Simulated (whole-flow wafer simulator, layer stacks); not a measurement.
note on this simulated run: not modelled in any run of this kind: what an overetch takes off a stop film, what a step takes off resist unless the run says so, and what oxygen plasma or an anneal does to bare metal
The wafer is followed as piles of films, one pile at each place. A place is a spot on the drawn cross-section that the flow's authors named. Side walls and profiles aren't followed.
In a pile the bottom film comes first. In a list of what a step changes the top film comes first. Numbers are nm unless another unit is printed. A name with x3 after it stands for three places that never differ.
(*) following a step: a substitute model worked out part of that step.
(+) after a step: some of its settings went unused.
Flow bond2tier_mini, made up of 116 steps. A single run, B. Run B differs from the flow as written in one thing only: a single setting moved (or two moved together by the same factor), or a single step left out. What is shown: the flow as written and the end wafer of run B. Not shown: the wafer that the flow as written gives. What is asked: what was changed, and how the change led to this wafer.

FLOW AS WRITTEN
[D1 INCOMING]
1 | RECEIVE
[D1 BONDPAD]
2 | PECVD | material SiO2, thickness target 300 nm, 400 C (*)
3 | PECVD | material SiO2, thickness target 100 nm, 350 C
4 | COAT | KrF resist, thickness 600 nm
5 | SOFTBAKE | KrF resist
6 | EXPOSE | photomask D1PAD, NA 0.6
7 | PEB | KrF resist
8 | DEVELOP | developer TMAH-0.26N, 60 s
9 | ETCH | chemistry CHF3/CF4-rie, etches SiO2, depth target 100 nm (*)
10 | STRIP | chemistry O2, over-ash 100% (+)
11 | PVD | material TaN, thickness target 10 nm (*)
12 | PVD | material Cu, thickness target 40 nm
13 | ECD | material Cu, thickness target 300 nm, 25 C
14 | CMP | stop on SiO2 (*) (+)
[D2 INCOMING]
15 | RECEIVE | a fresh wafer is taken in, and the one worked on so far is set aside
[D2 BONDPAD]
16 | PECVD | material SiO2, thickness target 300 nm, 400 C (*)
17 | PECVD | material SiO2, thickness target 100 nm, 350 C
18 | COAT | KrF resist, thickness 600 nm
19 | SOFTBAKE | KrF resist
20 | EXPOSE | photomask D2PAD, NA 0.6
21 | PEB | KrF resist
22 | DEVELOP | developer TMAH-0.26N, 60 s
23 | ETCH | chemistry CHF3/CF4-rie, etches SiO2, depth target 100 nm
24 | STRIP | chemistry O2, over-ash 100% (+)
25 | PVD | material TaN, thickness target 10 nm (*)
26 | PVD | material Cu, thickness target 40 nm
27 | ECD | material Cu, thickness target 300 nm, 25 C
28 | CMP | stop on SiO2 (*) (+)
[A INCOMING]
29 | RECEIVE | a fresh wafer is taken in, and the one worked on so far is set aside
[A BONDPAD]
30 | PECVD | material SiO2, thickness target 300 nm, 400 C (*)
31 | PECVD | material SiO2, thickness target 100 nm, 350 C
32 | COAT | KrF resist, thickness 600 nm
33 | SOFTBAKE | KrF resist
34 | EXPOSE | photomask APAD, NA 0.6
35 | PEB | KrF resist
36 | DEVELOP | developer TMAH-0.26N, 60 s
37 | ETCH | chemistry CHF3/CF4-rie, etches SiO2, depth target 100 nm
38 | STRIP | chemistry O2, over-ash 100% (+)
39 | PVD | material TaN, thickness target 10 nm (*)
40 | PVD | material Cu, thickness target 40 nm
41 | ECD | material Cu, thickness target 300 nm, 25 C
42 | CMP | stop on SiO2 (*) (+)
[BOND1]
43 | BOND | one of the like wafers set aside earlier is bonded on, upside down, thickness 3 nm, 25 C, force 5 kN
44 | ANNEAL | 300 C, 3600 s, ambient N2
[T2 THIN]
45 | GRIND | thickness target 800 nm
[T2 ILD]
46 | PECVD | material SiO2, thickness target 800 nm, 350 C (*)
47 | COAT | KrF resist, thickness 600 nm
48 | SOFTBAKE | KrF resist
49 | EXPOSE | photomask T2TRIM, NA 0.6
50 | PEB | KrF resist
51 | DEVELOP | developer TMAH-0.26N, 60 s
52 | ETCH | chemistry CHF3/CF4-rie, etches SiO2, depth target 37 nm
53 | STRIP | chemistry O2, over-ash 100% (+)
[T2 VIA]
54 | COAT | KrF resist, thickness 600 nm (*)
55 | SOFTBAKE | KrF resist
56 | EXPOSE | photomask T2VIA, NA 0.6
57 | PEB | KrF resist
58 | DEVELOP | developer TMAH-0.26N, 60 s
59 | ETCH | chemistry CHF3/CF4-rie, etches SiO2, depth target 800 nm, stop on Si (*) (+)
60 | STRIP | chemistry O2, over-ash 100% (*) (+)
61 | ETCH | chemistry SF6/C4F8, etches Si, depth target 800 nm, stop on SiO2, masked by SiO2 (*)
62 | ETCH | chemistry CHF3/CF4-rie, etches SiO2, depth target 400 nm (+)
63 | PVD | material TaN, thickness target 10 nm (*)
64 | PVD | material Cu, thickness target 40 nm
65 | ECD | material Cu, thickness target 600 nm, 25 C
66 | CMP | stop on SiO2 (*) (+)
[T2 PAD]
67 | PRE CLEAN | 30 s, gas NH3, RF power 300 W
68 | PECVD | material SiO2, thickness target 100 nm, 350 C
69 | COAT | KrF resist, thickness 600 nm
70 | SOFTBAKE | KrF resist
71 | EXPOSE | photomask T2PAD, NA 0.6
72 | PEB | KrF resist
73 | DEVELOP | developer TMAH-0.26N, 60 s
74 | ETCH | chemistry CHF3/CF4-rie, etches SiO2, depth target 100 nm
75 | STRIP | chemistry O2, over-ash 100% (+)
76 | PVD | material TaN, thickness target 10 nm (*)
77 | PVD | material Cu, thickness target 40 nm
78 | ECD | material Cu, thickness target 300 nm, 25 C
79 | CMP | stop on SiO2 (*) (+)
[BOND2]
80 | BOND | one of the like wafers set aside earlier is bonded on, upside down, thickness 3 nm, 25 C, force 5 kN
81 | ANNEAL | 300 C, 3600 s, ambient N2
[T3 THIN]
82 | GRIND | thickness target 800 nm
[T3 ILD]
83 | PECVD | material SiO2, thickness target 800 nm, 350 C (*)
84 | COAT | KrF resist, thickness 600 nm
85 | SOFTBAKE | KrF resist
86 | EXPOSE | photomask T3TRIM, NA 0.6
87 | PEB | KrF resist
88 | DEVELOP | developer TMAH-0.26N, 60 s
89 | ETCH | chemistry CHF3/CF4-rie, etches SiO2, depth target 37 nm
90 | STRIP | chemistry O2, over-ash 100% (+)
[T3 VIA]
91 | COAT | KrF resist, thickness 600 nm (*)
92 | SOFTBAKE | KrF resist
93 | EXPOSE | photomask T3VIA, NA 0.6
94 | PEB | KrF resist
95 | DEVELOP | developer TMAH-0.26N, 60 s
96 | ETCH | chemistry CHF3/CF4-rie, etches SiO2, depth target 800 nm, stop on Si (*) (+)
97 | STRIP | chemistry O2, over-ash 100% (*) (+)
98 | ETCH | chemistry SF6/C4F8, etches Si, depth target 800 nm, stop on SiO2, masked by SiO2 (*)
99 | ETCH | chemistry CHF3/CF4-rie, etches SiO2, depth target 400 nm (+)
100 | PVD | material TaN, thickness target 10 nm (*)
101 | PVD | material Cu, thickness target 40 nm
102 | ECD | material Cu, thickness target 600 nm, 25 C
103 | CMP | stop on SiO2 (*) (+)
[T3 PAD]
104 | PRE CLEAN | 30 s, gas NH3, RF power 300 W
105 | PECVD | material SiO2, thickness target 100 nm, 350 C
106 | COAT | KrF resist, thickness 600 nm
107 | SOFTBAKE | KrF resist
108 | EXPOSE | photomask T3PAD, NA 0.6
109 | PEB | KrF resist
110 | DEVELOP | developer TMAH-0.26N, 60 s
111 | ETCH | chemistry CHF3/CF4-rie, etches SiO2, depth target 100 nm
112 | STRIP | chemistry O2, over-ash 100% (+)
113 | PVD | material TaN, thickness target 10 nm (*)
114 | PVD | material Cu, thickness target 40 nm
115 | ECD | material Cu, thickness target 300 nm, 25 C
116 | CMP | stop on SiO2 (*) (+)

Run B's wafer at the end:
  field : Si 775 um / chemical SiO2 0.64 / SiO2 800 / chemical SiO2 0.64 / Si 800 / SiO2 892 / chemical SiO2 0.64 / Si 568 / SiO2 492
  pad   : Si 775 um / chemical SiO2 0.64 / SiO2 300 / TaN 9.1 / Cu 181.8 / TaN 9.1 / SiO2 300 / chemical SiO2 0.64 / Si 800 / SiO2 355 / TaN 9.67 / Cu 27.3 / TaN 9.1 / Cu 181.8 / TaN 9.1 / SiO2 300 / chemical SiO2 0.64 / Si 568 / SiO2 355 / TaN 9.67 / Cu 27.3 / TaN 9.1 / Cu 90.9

The reason: step 82, GRIND: thickness target 568 nm was run, though the flow has thickness target 800 nm.
The wafer itself shows it: field has Si 568, and step 82 as written asks for 800 nm.

Step by step, how the change led to this:
  82 | GRIND | thickness target 800 nm
      field, pad: -774.43 um Si (in the flow as written it would be: -774.2 um Si)
